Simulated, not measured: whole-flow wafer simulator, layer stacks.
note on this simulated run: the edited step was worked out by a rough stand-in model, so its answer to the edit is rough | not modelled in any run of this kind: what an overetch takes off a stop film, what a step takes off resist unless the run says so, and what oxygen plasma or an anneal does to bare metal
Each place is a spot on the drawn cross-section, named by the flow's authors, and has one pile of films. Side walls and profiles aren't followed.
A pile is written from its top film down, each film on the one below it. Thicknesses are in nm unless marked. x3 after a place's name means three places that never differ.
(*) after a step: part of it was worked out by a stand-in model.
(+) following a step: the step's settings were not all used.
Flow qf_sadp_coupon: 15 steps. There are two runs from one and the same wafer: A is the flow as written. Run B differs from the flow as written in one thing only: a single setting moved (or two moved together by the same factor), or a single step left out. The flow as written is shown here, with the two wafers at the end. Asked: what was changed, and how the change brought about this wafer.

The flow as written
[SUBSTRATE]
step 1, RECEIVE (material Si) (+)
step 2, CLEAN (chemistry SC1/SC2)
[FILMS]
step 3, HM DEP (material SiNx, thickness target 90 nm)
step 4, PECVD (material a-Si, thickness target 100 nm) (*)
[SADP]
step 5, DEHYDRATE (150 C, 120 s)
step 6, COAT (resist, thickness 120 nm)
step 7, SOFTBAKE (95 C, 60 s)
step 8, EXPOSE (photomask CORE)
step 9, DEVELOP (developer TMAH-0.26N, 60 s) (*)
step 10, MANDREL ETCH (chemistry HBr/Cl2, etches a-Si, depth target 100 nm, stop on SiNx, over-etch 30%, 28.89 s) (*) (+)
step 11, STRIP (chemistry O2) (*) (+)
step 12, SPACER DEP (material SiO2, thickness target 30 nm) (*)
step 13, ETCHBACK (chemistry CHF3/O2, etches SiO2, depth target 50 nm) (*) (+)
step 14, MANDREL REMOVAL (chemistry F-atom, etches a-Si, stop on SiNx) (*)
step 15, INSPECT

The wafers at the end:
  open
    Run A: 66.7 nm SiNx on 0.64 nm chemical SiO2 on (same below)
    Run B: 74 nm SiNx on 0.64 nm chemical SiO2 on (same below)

The reason: step 13, ETCHBACK: depth target 42.3 nm was run, whereas the flow has depth target 50 nm.

Step by step, how the change led to this:
  step 13, ETCHBACK (chemistry CHF3/O2, etches SiO2, depth target 50 nm) (*) (+)
      m: A -30 SiO2 (all of it), -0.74 chemical SiO2 (all of it), -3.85 a-Si | B -30 SiO2 (all of it), -0.74 chemical SiO2 (all of it), -2.31 a-Si
      open: A -30 SiO2 (all of it), -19 SiNx | B -30 SiO2 (all of it), -11.7 SiNx
